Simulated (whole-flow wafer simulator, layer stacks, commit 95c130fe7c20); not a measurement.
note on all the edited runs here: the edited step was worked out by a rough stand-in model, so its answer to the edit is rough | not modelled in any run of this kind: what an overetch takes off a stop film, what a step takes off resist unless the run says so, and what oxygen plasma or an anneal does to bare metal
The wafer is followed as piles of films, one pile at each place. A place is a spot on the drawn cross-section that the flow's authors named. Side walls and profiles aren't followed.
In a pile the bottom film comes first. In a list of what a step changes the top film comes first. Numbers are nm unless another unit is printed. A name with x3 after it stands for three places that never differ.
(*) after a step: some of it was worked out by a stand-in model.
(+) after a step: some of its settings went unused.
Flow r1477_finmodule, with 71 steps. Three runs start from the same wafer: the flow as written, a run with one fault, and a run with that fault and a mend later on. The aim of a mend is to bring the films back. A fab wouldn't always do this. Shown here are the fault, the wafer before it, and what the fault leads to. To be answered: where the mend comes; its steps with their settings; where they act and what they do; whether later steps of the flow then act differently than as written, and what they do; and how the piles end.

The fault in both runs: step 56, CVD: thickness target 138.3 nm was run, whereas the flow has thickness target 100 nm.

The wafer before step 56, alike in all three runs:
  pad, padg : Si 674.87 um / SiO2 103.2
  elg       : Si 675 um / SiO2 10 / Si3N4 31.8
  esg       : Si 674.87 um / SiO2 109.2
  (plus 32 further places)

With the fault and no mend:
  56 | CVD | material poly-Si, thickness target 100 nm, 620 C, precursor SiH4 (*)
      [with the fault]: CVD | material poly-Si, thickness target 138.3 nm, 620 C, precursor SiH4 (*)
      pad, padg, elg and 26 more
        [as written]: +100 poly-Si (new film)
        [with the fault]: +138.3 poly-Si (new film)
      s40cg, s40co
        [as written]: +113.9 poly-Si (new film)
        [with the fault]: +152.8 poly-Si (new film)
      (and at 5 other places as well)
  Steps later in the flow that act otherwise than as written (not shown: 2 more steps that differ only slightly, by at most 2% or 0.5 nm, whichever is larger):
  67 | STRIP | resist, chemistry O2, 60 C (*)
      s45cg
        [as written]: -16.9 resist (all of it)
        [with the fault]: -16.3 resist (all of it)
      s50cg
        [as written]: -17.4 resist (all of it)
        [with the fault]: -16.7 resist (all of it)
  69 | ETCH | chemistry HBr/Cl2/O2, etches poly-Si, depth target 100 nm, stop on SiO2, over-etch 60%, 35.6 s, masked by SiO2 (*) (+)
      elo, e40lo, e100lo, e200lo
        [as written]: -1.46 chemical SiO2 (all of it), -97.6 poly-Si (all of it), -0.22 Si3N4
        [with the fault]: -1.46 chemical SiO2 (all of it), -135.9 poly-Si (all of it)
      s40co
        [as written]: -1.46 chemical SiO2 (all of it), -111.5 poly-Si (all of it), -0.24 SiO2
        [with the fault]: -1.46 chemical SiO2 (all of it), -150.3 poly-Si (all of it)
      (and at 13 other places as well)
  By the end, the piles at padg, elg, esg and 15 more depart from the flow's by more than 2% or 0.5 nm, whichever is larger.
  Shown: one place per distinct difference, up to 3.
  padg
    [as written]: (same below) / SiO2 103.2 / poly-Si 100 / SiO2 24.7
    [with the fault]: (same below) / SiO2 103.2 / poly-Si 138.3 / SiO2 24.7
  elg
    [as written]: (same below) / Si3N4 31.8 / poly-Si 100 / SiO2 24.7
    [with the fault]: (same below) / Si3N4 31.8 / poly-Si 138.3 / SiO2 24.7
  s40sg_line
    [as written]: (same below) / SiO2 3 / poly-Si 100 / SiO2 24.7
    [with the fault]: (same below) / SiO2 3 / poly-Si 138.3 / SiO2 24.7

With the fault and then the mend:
  After step 56 comes the mend.
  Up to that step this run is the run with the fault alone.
  56a | ETCH | chemistry tmah, depth target 245.2 nm
      pad, padg, elg and 26 more
        -138.3 poly-Si (all of it)
      s40cg, s40co
        -152.8 poly-Si (all of it)
      s45cg, s45co
        -152.4 poly-Si (all of it)
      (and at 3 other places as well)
  56b | CLEAN | chemistry SC1, 46 C, 45 s (*) (a further turn of the flow's step 48)
      s40sg_line, s45sg_line, s50sg_line, s40so_line, s45so_line, s50so_line
        -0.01 SiO2
  56c | CVD | material poly-Si, thickness target 100 nm, 620 C, precursor SiH4 (*) (a further turn of the flow's step 56)
      pad, padg, elg and 26 more
        +100 poly-Si (new film)
      s40cg, s40co
        +113.9 poly-Si (new film)
      s45cg, s45co
        +113.4 poly-Si (new film)
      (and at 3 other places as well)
  Every later step of the flow that is run acts as written, at every place that is followed, to within 2% or 0.5 nm, whichever is larger.
  At the end the piles are close to the flow's at the places that both follow, differing by at most 2% or 0.5 nm, whichever is larger.
